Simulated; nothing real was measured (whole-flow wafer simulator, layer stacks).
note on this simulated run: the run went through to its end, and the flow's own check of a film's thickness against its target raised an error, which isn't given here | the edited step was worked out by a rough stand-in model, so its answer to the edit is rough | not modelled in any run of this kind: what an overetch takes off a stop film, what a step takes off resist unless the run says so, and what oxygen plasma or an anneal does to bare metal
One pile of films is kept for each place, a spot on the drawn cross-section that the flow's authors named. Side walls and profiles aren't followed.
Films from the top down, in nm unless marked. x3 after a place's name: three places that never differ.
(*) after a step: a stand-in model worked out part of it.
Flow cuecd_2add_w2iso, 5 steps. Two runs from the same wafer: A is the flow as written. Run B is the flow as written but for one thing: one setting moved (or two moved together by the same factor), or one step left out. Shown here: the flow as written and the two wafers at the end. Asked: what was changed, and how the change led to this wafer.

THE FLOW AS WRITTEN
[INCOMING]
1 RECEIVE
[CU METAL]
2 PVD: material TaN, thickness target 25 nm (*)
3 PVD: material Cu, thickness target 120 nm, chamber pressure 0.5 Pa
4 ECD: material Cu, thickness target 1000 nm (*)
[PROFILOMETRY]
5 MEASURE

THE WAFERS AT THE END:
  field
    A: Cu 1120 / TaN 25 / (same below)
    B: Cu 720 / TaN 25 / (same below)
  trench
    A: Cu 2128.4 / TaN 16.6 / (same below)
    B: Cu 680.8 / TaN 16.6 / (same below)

The cause: step 4, ECD: thickness target 600 nm was run, where the flow has thickness target 1000 nm.

How the change led to this, step by step:
  4 ECD: material Cu, thickness target 1000 nm (*)
      field: A Cu +1000 | B Cu +600
      trench: A Cu +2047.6 | B Cu +600
